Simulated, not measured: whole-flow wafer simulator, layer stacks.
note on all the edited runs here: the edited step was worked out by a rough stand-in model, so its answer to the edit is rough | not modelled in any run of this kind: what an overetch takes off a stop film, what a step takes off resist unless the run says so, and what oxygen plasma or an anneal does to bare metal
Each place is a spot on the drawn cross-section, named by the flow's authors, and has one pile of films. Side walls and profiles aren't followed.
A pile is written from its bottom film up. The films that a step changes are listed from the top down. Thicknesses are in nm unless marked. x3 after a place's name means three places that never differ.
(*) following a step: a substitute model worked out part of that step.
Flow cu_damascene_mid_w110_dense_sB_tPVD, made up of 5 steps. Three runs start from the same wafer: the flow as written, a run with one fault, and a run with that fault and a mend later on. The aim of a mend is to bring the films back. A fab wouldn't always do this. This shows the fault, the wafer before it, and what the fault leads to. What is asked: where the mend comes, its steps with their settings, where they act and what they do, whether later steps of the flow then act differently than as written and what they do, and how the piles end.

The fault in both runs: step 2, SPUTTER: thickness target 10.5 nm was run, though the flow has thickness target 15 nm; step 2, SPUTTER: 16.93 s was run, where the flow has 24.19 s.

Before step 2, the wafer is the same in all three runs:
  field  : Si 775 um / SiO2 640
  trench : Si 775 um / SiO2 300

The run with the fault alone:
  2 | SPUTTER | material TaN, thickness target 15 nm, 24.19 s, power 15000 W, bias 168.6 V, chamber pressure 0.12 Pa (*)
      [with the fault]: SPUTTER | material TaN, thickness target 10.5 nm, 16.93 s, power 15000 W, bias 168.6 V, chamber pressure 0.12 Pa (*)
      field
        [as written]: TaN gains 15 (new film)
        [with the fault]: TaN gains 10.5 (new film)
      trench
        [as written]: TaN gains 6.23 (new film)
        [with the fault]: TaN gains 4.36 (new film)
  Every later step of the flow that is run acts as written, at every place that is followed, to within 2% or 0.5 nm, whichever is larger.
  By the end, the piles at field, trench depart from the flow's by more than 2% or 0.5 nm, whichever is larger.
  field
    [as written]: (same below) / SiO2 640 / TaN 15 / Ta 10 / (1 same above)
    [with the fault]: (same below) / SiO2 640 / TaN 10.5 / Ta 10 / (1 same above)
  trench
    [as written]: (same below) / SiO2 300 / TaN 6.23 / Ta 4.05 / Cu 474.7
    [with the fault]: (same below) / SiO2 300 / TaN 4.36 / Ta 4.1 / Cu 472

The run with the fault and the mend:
  The mend stands after step 2.
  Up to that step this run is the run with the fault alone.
  2a | SPUTTER | material TaN, thickness target 4.5 nm, 7.257 s, power 15000 W, bias 168.6 V, chamber pressure 0.12 Pa (*) (a further turn of the flow's step 2, with different settings)
      field
        TaN gains 4.5
      trench
        TaN gains 1.8
  Every later step of the flow that is run acts as written, at every place that is followed, to within 2% or 0.5 nm, whichever is larger.
  At the end the piles are close to the flow's at the places that both follow, differing by at most 2% or 0.5 nm, whichever is larger.
